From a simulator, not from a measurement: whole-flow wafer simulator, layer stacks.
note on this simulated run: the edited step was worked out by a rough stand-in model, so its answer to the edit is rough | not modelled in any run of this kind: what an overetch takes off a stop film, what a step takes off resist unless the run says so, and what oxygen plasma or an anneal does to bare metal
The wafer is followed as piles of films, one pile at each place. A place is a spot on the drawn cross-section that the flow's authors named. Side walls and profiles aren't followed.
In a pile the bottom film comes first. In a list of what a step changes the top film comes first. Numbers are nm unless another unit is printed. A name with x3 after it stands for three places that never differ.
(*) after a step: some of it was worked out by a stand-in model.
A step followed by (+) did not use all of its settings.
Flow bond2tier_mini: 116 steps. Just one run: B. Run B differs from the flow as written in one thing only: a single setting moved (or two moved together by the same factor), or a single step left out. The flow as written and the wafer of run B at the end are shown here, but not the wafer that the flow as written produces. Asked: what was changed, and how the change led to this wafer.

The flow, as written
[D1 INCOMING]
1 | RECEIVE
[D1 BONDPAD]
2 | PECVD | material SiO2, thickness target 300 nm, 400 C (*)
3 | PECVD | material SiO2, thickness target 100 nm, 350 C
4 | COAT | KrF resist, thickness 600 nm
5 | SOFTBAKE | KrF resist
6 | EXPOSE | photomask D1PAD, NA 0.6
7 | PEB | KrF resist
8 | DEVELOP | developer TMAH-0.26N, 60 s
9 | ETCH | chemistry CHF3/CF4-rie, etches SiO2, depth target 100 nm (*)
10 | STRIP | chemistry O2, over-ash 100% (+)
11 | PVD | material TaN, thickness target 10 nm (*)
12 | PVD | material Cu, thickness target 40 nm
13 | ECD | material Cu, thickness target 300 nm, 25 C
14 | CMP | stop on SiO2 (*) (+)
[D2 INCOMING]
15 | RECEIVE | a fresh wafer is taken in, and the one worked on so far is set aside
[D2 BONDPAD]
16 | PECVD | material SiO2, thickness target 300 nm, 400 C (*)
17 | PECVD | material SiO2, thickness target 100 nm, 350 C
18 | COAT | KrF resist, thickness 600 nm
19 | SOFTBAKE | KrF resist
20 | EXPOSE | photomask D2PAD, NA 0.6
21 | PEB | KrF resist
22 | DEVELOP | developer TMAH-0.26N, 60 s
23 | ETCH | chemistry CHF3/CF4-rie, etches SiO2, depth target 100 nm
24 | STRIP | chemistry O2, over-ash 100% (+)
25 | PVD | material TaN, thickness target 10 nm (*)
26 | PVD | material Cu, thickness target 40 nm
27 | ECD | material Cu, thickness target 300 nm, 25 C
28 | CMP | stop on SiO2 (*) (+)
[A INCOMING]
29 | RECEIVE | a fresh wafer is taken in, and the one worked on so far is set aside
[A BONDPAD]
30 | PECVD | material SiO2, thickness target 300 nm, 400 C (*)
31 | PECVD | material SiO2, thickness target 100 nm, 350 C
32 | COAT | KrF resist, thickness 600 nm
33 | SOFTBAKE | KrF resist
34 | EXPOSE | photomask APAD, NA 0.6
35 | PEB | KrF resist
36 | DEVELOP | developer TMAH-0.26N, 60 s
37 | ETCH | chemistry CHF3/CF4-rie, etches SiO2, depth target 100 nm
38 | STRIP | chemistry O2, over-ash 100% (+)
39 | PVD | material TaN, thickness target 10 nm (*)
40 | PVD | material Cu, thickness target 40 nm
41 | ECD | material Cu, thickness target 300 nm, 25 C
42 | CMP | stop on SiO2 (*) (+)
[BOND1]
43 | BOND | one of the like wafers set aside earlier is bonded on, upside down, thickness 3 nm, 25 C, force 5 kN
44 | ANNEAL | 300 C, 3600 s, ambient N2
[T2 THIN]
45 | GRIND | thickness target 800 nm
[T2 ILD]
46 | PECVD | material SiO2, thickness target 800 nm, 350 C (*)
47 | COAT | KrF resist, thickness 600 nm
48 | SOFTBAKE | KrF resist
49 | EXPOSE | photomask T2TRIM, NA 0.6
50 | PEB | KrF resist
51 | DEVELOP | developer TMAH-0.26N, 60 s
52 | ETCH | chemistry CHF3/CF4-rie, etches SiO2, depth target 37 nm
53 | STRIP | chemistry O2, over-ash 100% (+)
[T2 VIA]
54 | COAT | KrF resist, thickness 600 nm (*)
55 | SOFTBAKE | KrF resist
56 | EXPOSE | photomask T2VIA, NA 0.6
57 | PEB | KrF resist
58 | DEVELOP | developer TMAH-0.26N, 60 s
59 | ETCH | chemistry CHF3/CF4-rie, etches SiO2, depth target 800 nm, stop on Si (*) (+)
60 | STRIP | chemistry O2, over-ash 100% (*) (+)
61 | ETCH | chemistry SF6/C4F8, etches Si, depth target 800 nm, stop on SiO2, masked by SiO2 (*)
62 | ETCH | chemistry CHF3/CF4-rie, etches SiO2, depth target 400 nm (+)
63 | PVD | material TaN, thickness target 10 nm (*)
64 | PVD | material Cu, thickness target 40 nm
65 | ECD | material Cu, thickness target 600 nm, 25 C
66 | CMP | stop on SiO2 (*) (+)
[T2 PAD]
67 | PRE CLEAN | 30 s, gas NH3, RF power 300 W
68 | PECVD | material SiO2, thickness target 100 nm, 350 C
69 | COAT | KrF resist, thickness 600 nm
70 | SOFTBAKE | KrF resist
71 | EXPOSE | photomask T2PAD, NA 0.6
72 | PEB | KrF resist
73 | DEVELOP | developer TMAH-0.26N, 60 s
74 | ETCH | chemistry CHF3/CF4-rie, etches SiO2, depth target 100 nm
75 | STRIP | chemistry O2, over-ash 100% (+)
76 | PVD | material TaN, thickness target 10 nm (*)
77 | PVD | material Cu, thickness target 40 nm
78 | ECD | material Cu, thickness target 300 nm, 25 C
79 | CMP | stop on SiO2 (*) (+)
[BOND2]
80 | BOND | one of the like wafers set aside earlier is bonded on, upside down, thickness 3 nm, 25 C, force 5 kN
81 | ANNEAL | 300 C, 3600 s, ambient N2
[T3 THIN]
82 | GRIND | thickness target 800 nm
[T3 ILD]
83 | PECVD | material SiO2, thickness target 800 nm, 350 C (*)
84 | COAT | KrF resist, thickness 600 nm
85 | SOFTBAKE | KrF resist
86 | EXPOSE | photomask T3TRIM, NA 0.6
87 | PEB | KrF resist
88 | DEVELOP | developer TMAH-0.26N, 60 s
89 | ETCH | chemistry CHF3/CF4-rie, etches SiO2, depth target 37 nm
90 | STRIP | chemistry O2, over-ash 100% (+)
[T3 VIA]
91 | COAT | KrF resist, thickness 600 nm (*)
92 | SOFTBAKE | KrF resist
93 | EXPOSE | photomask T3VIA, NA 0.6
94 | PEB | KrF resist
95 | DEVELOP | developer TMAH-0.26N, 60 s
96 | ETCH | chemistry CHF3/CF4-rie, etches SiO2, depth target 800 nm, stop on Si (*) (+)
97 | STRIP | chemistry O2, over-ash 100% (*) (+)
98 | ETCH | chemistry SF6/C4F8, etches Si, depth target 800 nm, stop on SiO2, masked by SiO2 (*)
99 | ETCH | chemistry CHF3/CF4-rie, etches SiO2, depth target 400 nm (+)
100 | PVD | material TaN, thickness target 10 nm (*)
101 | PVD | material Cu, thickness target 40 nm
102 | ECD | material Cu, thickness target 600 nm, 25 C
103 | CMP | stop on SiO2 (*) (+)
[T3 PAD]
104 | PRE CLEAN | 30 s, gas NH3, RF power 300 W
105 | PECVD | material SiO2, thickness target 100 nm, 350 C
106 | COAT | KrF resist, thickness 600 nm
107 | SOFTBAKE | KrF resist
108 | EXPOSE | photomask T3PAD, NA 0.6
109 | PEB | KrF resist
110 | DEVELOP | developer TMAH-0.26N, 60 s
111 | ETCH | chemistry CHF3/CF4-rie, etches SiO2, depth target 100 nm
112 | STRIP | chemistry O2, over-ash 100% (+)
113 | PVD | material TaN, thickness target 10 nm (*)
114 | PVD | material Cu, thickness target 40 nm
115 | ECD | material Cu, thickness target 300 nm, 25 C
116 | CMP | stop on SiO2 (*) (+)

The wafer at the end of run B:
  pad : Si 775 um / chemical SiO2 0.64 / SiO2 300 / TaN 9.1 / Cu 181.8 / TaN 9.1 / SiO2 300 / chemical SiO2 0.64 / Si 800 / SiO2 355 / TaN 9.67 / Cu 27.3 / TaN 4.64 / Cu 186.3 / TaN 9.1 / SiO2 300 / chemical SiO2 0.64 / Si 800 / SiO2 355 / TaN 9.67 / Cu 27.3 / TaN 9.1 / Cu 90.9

The reason: step 76, PVD: thickness target 5.1 nm was run, whereas the flow has thickness target 10 nm.

The path from the change to this, step by step:
  76 | PVD | material TaN, thickness target 10 nm (*)
      field: TaN gains 5.1 (new film) (it would be, as written: TaN gains 10 (new film))
      pad: TaN gains 4.64 (new film) (it would be, as written: TaN gains 9.1 (new film))
  79 | CMP | stop on SiO2 (*) (+)
      field: Cu loses 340 (all of it), TaN loses 5.1 (all of it) (it would be, as written: Cu loses 340 (all of it), TaN loses 10 (all of it))
